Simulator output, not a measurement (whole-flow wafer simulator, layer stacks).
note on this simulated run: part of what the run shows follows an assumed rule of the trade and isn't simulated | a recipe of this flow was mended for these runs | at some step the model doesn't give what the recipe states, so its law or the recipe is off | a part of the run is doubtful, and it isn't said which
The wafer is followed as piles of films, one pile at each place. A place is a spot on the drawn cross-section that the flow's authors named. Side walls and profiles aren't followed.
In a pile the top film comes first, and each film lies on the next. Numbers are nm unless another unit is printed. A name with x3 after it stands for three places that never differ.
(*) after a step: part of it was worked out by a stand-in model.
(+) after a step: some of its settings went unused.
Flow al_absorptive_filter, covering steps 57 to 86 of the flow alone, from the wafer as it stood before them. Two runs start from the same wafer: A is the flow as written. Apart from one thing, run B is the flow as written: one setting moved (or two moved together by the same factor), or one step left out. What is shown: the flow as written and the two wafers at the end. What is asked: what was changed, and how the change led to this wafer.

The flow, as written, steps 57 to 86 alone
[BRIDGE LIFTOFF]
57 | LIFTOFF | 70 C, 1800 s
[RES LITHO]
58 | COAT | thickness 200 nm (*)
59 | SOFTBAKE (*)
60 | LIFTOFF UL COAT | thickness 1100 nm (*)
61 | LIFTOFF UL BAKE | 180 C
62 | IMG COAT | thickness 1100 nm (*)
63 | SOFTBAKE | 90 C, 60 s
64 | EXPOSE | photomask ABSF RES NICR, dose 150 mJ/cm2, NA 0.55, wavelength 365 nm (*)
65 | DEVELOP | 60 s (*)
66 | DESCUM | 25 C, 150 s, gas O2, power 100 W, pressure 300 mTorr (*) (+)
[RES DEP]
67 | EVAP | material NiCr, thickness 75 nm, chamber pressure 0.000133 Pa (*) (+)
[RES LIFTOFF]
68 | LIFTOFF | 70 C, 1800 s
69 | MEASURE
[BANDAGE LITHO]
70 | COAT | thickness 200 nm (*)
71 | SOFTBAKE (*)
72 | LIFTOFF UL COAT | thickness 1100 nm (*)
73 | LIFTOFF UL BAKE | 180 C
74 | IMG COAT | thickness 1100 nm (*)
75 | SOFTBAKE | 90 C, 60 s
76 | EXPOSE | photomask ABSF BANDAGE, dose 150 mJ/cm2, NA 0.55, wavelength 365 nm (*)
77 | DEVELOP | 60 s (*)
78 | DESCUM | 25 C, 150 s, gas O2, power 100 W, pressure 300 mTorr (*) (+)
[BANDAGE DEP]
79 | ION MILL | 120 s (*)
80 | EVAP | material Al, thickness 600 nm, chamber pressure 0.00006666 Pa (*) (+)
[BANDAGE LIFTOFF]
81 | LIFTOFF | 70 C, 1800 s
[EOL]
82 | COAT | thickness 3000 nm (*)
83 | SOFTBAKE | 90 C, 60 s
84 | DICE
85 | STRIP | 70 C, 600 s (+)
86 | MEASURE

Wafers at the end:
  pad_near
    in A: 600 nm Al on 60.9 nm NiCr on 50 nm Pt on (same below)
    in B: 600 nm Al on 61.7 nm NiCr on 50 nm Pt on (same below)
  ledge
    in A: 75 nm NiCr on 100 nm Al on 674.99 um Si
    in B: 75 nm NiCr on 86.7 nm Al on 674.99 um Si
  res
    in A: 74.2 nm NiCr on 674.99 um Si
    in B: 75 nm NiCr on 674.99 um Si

Cause: step 58, COAT: thickness 200 nm (*), was not run.

The path from the change to this, step by step:
  60 | LIFTOFF UL COAT | thickness 1100 nm (*)
      ledge: A lift-off-underlayer gains 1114 (new film) | B lift-off-underlayer gains 1080.3 (new film)
      res: A lift-off-underlayer gains 1148.2 (new film) | B lift-off-underlayer gains 1172.6 (new film)
      (also at 5 further places)
  62 | IMG COAT | thickness 1100 nm (*)
      xa_margin: A i-line-resist gains 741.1 (new film) | B i-line-resist gains 700.4 (new film)
      xa_strip: A i-line-resist gains 577.9 (new film) | B i-line-resist gains 513.7 (new film)
      (also at 2 further places)
  63 | SOFTBAKE | 90 C, 60 s
      xl_turn: A i-line-resist loses 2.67 | B i-line-resist loses 3.29
  65 | DEVELOP | 60 s (*)
      ledge: A i-line-resist loses 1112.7 (all of it), lift-off-underlayer loses 1114 (all of it) | B i-line-resist loses 1114.9 (all of it), lift-off-underlayer loses 1080.3 (all of it), Al loses 13.3
      res: A i-line-resist loses 1116.9 (all of it), lift-off-underlayer loses 1148.2 (all of it) | B i-line-resist loses 1122.4 (all of it), lift-off-underlayer loses 1172.6 (all of it)
  66 | DESCUM | 25 C, 150 s, gas O2, power 100 W, pressure 300 mTorr (*) (+)
      pad_near: A acrylic-e-beam-resist loses 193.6 (all of it) | B nothing
      ledge: A acrylic-e-beam-resist loses 169.8 (all of it) | B nothing
      (also at 12 further places)
  68 | LIFTOFF | 70 C, 1800 s
      xa_field, xl_land, idc_field: A NiCr loses 75 (all of it), i-line-resist loses 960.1 (all of it), lift-off-underlayer loses 1100 (all of it), acrylic-e-beam-resist loses 200 (all of it) | B NiCr loses 75 (all of it), i-line-resist loses 924.8 (all of it), lift-off-underlayer loses 1100 (all of it)
      gnd: A NiCr loses 75 (all of it), i-line-resist loses 959.5 (all of it), lift-off-underlayer loses 1100.9 (all of it), acrylic-e-beam-resist loses 200.6 (all of it) | B NiCr loses 75 (all of it), i-line-resist loses 924.2 (all of it), lift-off-underlayer loses 1101.2 (all of it)
      (also at 7 further places)
  70 | COAT | thickness 200 nm (*)
      ledge: A acrylic-e-beam-resist gains 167 (new film) | B acrylic-e-beam-resist gains 176.7 (new film)
  81 | LIFTOFF | 70 C, 1800 s
      ledge: A Al loses 600 (all of it), i-line-resist loses 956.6 (all of it), lift-off-underlayer loses 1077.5 (all of it), acrylic-e-beam-resist loses 167 (all of it) | B Al loses 600 (all of it), i-line-resist loses 956.9 (all of it), lift-off-underlayer loses 1080.7 (all of it), acrylic-e-beam-resist loses 176.7 (all of it)
